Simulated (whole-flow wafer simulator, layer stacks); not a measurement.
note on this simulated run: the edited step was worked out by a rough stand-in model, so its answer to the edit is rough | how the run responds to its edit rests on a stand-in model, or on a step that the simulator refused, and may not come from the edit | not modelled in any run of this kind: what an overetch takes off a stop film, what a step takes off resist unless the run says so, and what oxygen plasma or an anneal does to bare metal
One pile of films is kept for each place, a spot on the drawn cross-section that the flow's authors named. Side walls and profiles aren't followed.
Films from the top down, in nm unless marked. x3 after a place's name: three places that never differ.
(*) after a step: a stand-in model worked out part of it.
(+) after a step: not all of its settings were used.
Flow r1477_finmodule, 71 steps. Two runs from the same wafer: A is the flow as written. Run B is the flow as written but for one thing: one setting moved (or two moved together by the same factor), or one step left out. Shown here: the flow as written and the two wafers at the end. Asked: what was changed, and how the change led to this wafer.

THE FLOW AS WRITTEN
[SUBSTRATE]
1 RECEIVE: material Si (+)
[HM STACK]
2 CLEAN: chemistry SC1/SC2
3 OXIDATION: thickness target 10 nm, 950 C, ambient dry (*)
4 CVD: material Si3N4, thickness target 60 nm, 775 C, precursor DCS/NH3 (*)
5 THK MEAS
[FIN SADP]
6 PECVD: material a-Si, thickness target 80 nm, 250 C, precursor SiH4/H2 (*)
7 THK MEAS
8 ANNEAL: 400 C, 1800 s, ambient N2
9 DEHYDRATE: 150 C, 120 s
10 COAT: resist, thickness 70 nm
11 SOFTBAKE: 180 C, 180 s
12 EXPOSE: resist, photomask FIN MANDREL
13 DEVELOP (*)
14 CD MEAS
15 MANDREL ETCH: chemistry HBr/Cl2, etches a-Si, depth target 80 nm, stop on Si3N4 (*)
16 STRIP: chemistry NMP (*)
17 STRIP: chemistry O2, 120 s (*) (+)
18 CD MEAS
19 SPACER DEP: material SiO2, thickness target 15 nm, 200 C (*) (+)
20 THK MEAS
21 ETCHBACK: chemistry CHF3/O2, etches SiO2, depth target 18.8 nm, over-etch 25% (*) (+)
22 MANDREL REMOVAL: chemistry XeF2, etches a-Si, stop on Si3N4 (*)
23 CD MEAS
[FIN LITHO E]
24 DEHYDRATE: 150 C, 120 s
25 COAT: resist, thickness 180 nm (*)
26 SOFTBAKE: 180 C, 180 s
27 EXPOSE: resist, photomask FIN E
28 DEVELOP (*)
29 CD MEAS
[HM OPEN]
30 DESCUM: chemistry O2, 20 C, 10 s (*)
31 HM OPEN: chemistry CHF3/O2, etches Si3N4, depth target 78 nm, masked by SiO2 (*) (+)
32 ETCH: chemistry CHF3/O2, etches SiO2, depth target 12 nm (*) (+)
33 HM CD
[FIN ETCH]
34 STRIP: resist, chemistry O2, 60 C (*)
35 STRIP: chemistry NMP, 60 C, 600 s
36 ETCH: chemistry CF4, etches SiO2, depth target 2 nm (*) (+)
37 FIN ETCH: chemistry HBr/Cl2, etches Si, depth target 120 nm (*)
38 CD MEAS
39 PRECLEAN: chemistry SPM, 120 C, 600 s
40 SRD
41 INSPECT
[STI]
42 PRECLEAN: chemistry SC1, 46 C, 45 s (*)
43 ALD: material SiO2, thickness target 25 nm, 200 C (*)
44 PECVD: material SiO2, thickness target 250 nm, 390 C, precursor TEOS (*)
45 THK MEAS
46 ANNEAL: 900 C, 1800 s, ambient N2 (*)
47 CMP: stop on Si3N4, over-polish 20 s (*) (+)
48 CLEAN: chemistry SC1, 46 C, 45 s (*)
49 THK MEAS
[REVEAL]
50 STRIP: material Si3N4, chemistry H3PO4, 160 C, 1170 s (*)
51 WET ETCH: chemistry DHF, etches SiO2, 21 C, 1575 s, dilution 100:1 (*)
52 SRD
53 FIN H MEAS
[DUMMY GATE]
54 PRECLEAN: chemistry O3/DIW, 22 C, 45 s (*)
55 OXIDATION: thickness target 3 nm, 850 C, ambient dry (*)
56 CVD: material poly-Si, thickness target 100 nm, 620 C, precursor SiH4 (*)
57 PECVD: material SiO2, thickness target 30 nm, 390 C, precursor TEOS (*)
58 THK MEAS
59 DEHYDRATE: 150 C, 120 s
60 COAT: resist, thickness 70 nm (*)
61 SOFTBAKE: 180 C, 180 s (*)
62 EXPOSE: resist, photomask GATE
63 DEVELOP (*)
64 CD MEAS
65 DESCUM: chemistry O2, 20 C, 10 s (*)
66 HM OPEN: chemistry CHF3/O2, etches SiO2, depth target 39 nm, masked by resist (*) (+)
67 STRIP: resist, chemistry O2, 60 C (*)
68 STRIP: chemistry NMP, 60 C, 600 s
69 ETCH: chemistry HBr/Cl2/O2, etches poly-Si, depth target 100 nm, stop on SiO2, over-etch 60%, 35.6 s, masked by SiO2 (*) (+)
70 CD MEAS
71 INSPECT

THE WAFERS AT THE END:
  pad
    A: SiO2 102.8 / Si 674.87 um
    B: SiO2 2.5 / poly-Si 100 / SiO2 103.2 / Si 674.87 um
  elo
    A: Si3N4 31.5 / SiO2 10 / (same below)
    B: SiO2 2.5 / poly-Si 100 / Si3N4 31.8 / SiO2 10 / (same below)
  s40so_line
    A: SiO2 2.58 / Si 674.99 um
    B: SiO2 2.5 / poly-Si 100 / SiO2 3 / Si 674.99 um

The cause: step 57, PECVD: thickness target 46.8 nm was run, where the flow has thickness target 30 nm.

How the change led to this, step by step:
  57 PECVD: material SiO2, thickness target 30 nm, 390 C, precursor TEOS (*)
      pad, padg, elg and 33 more: A SiO2 +30 (new film) | B SiO2 +46.8 (new film)
  66 HM OPEN: chemistry CHF3/O2, etches SiO2, depth target 39 nm, masked by resist (*) (+)
      pad, elo, eso and 15 more: A SiO2 -30 (all of it), poly-Si -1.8 | B SiO2 -39
  67 STRIP: resist, chemistry O2, 60 C (*)
      pad, elo, eso and 15 more: A chemical SiO2 +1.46 (new film), poly-Si -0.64 | B nothing
  69 ETCH: chemistry HBr/Cl2/O2, etches poly-Si, depth target 100 nm, stop on SiO2, over-etch 60%, 35.6 s, masked by SiO2 (*) (+)
      pad, eso, e40so and 8 more: A chemical SiO2 -1.46 (all of it), poly-Si -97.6 (all of it), SiO2 -0.42 | B SiO2 -5.3
      elo, e40lo, e100lo, e200lo: A chemical SiO2 -1.46 (all of it), poly-Si -97.6 (all of it), Si3N4 -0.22 | B SiO2 -5.3
      (and at 3 more places)
